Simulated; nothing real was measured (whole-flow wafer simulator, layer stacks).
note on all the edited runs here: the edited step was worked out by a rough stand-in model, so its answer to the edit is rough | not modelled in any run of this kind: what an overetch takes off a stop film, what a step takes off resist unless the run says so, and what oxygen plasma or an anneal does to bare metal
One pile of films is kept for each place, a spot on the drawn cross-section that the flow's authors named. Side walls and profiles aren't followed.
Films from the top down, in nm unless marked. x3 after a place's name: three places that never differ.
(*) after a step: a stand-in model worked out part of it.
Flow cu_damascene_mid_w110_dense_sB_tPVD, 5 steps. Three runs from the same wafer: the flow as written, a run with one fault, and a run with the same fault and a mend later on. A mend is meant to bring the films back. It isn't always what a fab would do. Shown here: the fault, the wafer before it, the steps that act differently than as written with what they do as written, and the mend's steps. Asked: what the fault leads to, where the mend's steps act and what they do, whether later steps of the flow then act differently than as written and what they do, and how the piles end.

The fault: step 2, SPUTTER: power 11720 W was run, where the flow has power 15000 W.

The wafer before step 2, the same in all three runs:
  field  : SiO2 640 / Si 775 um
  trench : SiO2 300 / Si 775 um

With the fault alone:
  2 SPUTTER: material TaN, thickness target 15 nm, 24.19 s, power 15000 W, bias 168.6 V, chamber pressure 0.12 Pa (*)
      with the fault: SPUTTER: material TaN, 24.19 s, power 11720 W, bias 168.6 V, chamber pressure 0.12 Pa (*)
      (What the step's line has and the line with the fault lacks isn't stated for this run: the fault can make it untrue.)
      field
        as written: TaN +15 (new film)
        with the fault: TaN +11.7 (new film)
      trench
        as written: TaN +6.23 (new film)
        with the fault: TaN +4.86 (new film)
  No later step of the flow acts differently than as written, at any place that is followed, by more than 2% or 0.5 nm, whichever is larger.
  At the end the piles differ from the flow's by more than 2% or 0.5 nm, whichever is larger, at field, trench.
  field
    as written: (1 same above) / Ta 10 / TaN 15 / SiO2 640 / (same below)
    with the fault: (1 same above) / Ta 10 / TaN 11.7 / SiO2 640 / (same below)
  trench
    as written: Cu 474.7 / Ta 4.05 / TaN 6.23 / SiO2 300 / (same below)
    with the fault: Cu 472.8 / Ta 4.09 / TaN 4.86 / SiO2 300 / (same below)

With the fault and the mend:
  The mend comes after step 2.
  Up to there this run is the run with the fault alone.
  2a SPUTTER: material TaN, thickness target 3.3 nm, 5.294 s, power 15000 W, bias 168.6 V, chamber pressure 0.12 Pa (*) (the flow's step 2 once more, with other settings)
      field
        TaN +3.3
      trench
        TaN +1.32
  No later step of the flow acts differently than as written, at any place that is followed, by more than 2% or 0.5 nm, whichever is larger.
  At the end the piles differ from the flow's only slightly at the places that both follow, by at most 2% or 0.5 nm, whichever is larger.
